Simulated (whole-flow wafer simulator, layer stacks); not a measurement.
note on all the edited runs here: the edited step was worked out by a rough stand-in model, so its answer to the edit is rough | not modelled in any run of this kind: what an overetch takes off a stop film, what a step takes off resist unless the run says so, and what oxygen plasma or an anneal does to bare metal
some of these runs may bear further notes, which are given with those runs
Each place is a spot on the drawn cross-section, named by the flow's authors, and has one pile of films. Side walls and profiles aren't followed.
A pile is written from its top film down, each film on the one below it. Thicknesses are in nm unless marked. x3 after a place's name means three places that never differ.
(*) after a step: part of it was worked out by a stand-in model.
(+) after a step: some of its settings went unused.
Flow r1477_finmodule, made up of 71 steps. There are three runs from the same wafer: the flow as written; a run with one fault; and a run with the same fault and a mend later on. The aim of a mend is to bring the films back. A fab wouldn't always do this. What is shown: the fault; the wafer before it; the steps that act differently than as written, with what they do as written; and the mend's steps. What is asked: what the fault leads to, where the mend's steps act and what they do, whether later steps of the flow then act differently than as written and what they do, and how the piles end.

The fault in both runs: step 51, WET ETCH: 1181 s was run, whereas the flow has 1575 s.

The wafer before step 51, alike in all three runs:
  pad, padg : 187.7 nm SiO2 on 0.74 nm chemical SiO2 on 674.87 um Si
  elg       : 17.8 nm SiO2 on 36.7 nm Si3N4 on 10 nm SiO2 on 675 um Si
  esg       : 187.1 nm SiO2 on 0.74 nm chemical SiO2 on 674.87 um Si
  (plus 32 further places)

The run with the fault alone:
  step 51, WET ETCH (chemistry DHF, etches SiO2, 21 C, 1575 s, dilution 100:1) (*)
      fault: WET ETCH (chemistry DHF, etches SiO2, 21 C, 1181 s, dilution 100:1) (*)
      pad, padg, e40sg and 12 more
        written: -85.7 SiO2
        fault: -64.3 SiO2
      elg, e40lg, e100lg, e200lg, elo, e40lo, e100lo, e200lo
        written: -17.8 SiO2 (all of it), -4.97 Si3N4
        fault: -17.8 SiO2 (all of it), -3.36 Si3N4
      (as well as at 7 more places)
  Steps further on in the flow that do not act as written (1 more step, not shown, differs only slightly: by at most 2% or 0.5 nm, whichever is larger):
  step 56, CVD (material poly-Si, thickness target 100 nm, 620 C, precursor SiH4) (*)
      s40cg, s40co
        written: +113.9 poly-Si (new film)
        fault: +100 poly-Si (new film)
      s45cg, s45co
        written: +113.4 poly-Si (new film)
        fault: +100 poly-Si (new film)
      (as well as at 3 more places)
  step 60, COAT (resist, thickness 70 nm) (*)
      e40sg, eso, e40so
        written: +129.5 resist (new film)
        fault: +110.7 resist (new film)
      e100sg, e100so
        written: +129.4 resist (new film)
        fault: +110.6 resist (new film)
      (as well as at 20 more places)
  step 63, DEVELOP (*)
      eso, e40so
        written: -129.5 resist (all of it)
        fault: -110.7 resist (all of it)
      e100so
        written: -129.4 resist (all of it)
        fault: -110.6 resist (all of it)
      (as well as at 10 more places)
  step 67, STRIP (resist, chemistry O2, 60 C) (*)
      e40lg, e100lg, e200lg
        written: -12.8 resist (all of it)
        fault: -13.8 resist (all of it)
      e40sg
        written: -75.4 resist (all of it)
        fault: -56.6 resist (all of it)
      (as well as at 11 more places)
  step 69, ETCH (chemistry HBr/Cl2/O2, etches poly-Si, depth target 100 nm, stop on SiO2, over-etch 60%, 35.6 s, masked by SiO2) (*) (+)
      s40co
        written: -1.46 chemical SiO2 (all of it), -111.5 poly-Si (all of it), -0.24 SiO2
        fault: -1.36 chemical SiO2 (all of it), -97.6 poly-Si (all of it), -0.42 SiO2
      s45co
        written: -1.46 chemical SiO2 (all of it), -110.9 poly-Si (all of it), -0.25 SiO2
        fault: -1.36 chemical SiO2 (all of it), -97.6 poly-Si (all of it), -0.42 SiO2
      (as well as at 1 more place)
  At pad, padg, elg and 27 more, the piles at the end differ from the flow's by more than 2% or 0.5 nm, whichever is larger.
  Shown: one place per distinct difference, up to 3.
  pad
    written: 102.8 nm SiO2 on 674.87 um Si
    fault: 124.2 nm SiO2 on 674.87 um Si
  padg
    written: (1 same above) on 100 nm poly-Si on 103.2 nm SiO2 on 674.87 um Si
    fault: (1 same above) on 100 nm poly-Si on 124.6 nm SiO2 on 674.87 um Si
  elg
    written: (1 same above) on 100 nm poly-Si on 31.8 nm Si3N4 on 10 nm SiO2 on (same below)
    fault: (1 same above) on 100 nm poly-Si on 33.4 nm Si3N4 on 10 nm SiO2 on (same below)

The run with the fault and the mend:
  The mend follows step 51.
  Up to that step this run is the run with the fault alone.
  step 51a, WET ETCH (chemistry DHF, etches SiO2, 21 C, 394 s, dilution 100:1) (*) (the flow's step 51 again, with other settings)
      pad, padg, e40sg and 12 more
        -21.4 SiO2
      elg, e40lg, e100lg, e200lg, elo, e40lo, e100lo, e200lo
        -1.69 Si3N4
      esg, s40cg, s45cg, s50cg, s40co, s45co, s50co
        -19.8 SiO2
  Later steps of the flow that are run all act as written at every place that is followed, up to a difference of at most 2% or 0.5 nm, whichever is larger.
  The piles end only slightly different from the flow's at the places that both follow, by no more than 2% or 0.5 nm, whichever is larger.
